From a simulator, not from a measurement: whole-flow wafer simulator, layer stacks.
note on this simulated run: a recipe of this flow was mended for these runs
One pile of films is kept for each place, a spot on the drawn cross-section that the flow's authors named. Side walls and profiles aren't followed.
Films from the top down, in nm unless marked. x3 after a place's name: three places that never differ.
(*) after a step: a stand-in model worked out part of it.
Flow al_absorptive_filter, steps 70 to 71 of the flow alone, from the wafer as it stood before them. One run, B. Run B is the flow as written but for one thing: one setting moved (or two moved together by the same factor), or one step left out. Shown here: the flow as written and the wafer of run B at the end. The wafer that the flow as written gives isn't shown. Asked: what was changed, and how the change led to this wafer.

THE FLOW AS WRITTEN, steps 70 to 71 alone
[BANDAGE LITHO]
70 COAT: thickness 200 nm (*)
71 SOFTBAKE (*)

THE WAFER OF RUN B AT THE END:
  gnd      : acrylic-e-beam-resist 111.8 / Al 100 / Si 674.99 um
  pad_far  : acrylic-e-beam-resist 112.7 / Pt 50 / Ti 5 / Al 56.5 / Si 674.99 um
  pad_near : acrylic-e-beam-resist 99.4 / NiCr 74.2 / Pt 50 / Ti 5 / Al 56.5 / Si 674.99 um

The cause: step 70, COAT: thickness 111 nm was run, where the flow has thickness 200 nm.

How the change led to this, step by step:
  70 COAT: thickness 200 nm (*)
      xa_field, xl_land, idc_field: acrylic-e-beam-resist +111 (new film) (as written it would be: acrylic-e-beam-resist +200 (new film))
      gnd: acrylic-e-beam-resist +111.8 (new film) (as written it would be: acrylic-e-beam-resist +200.9 (new film))
      (and at 10 more places)
